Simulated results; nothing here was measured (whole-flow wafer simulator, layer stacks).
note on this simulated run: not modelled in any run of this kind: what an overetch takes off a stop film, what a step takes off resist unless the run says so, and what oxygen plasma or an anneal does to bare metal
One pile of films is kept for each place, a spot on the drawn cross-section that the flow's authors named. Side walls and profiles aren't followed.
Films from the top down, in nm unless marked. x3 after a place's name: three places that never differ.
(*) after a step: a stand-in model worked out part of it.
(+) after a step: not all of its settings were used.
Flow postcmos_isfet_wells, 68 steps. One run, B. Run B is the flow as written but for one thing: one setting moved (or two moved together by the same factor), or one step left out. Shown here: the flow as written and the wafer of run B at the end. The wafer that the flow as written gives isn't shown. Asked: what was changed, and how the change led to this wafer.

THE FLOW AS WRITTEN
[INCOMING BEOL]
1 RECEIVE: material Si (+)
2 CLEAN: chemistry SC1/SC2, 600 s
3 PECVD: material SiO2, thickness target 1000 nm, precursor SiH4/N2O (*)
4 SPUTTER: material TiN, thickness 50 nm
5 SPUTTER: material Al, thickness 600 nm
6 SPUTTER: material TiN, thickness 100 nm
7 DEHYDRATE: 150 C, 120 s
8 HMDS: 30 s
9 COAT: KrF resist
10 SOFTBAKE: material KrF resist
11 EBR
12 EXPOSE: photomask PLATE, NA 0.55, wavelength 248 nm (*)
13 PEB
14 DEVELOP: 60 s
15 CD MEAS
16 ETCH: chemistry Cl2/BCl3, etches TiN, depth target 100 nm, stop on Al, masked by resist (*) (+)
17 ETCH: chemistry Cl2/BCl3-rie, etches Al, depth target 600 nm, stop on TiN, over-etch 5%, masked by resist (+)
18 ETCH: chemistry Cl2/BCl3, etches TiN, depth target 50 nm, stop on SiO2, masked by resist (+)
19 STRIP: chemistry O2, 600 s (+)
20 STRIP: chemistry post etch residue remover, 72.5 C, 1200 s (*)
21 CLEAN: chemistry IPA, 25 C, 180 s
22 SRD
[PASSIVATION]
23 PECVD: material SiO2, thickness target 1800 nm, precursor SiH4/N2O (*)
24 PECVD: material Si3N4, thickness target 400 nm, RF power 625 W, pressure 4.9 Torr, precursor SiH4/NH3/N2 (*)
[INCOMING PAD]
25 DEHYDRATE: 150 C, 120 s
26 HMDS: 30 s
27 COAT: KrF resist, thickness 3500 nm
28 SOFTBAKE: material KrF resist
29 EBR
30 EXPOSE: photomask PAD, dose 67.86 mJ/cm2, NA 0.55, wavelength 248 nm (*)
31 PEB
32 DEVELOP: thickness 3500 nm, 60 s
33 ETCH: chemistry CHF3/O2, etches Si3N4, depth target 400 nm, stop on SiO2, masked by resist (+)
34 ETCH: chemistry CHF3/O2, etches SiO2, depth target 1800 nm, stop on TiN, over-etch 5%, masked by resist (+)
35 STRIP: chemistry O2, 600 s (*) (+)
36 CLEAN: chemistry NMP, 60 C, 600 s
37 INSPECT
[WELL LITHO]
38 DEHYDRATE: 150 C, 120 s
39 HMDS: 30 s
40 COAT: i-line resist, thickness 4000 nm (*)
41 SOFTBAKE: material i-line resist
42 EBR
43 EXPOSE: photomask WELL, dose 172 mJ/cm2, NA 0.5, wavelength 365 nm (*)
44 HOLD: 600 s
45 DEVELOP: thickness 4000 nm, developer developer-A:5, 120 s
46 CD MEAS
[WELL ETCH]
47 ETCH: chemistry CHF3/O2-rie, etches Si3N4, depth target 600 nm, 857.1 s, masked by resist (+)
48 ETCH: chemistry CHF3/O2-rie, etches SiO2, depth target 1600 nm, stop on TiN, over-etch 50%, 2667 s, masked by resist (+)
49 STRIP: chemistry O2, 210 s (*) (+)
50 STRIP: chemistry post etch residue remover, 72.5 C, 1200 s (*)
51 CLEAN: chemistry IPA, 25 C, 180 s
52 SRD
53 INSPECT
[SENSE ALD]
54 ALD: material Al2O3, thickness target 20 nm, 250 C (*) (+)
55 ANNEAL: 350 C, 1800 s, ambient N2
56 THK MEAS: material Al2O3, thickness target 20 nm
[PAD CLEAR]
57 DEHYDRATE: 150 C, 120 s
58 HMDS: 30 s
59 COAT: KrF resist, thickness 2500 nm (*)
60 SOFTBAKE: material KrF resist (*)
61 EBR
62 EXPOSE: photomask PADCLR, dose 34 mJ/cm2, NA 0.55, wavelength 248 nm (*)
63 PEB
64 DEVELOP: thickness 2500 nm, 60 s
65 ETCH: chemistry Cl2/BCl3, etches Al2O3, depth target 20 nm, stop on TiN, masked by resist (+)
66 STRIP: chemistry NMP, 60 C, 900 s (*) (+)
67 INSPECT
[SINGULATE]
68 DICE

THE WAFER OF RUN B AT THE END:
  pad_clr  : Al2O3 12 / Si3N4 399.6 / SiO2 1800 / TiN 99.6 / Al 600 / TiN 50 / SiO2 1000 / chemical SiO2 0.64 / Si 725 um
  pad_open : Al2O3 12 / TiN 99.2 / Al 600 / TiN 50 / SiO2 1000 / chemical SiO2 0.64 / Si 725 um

The cause: step 65, ETCH: depth target 8 nm was run, where the flow has depth target 20 nm.

How the change led to this, step by step:
  65 ETCH: chemistry Cl2/BCl3, etches Al2O3, depth target 20 nm, stop on TiN, masked by resist (+)
      pad_clr, pad_open: Al2O3 -8 (as written it would be: Al2O3 -20 (all of it))
      field, margin, pad_rim: KrF resist -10 (as written it would be: KrF resist -25)
